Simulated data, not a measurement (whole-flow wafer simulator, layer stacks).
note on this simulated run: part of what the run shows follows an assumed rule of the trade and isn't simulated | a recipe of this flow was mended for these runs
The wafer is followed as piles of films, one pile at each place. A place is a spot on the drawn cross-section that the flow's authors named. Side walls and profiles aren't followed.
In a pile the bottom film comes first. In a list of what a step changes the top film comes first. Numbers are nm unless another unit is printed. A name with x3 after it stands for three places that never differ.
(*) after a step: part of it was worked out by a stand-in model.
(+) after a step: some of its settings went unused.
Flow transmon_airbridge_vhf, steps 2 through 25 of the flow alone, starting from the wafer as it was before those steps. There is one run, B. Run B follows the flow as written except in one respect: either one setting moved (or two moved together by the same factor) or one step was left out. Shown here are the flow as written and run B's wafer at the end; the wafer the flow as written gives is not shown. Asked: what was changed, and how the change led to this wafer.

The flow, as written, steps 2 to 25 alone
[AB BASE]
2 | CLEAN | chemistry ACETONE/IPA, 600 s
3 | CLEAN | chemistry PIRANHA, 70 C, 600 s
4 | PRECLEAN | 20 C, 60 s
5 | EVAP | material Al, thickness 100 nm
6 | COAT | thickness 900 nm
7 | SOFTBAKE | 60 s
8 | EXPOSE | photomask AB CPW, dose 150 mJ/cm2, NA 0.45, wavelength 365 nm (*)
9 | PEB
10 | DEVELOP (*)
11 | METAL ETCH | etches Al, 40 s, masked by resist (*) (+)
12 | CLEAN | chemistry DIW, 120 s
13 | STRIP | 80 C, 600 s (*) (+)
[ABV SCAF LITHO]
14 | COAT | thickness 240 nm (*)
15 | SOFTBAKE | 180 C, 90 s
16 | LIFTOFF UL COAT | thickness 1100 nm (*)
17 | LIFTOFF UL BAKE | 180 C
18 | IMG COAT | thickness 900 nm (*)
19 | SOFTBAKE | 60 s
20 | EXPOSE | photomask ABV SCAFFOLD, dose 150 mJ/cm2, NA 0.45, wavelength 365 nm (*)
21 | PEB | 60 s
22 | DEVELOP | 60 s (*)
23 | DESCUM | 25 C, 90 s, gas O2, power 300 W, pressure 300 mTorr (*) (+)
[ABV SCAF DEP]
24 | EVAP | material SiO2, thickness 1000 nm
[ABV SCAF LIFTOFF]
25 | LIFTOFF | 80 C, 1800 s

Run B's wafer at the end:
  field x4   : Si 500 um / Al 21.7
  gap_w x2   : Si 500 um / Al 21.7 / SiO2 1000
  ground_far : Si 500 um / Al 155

What caused this: step 5, EVAP: thickness 155 nm was run, while the flow as written has thickness 100 nm.
One can read it off the wafer: ground_far has Al 155, and step 5 as written asks for 100 nm.

How this came from the change, step by step:
  5 | EVAP | material Al, thickness 100 nm
      field x4, ground_far, pad_w x2, flank_w x2, gap_w x2, cpw_trace, trace_open_s x2, margin_s x3: Al gains 155 (new film) (as written it would have been: Al gains 100 (new film))
  11 | METAL ETCH | etches Al, 40 s, masked by resist (*) (+)
      field x4, gap_w x2: Al loses 120 (as written it would have been: Al loses 86.7 (all of it), Si loses 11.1)
Taking metal films that touch as one body, field x4 has 1 body; the flow as written gives 0 bodies.
Taking metal films that touch as one body, gap_w x2 has 1 body; the flow as written gives 0 bodies.
